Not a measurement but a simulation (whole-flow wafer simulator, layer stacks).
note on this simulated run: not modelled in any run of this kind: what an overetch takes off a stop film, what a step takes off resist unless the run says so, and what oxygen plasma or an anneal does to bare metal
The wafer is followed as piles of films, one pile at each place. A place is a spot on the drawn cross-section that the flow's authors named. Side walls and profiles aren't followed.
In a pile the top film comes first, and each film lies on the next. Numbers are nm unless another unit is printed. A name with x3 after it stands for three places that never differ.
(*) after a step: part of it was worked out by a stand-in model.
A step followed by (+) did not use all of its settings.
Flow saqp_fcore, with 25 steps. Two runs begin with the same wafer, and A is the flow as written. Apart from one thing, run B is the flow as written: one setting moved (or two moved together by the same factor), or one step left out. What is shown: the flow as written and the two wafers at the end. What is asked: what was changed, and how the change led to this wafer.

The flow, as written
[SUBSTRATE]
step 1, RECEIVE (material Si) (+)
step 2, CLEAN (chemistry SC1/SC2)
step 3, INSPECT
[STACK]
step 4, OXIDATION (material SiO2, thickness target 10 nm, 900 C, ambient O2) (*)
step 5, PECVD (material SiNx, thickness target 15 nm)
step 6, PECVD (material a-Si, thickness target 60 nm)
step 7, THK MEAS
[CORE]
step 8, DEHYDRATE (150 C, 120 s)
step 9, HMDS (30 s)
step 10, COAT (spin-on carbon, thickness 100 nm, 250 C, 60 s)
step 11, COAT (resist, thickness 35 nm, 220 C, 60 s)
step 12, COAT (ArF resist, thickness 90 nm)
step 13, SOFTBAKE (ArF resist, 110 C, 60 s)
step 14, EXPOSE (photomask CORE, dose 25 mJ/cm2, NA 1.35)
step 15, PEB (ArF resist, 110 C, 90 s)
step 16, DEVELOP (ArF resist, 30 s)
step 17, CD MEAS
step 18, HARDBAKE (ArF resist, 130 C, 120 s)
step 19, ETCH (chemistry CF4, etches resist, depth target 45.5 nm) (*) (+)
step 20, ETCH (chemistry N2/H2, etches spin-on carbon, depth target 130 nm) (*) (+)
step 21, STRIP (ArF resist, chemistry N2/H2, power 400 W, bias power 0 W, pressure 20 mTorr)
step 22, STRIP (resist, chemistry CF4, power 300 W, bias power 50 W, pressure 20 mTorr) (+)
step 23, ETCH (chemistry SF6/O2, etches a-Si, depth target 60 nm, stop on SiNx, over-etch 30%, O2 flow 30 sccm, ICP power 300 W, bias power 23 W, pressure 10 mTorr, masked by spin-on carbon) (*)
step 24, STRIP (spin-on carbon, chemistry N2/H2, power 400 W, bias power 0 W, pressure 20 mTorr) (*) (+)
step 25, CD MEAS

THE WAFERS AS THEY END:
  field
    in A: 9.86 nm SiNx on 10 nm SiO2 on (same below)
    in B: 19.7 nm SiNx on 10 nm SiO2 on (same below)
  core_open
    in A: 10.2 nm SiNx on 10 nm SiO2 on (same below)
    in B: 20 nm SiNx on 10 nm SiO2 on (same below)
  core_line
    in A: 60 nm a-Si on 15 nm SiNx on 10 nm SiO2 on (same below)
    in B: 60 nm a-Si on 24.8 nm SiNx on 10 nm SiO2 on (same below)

What caused this: step 5, PECVD: thickness target 24.8 nm was run, while the flow as written has thickness target 15 nm.
The wafer itself shows it: core_line has SiNx 24.8, and step 5 as written asks for 15 nm.

Step by step, how the change led to this:
  step 5, PECVD (material SiNx, thickness target 15 nm)
      field, core_open, core_line: A SiNx gains 15 (new film) | B SiNx gains 24.8 (new film)
